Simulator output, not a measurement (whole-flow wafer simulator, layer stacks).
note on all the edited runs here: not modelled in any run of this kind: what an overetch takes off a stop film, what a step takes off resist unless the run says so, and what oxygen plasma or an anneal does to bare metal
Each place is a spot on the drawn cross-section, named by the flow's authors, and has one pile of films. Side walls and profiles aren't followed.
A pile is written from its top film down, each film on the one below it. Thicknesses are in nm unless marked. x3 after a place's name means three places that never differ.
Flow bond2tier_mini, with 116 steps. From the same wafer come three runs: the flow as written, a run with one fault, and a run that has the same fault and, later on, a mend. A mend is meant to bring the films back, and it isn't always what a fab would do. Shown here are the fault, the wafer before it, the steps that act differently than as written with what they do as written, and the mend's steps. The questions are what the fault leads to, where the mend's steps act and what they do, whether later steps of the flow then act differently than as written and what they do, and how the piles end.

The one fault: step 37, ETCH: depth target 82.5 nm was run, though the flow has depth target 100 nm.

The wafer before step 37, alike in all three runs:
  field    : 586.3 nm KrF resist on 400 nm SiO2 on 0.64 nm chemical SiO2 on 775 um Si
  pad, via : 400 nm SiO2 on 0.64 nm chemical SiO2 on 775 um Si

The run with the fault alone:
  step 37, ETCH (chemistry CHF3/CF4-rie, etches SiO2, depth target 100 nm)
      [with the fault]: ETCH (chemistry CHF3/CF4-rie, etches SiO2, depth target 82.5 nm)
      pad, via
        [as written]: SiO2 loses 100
        [with the fault]: SiO2 loses 82.5
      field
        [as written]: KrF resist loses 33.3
        [with the fault]: KrF resist loses 27.5
  Steps later in the flow that act otherwise than as written (3 other steps are not shown; they differ only slightly, by no more than 2% or 0.5 nm, whichever is larger):
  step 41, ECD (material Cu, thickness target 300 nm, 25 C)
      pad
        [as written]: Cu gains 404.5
        [with the fault]: Cu gains 386.2
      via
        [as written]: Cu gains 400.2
        [with the fault]: Cu gains 382.6
  By the end, the piles at pad depart from the flow's by more than 2% or 0.5 nm, whichever is larger.
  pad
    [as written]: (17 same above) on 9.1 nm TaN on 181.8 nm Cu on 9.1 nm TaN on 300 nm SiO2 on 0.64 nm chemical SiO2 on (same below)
    [with the fault]: (17 same above) on 9.1 nm TaN on 164.1 nm Cu on 9.26 nm TaN on 317.5 nm SiO2 on 0.64 nm chemical SiO2 on (same below)

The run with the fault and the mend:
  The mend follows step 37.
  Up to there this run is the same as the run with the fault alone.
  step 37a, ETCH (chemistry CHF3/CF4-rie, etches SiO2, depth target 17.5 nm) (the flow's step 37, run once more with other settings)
      pad, via
        SiO2 loses 17.5
      field
        KrF resist loses 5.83
  Later steps of the flow that are run all act as written at every place that is followed.
  At every place that both follow, the piles at the end match the flow's.
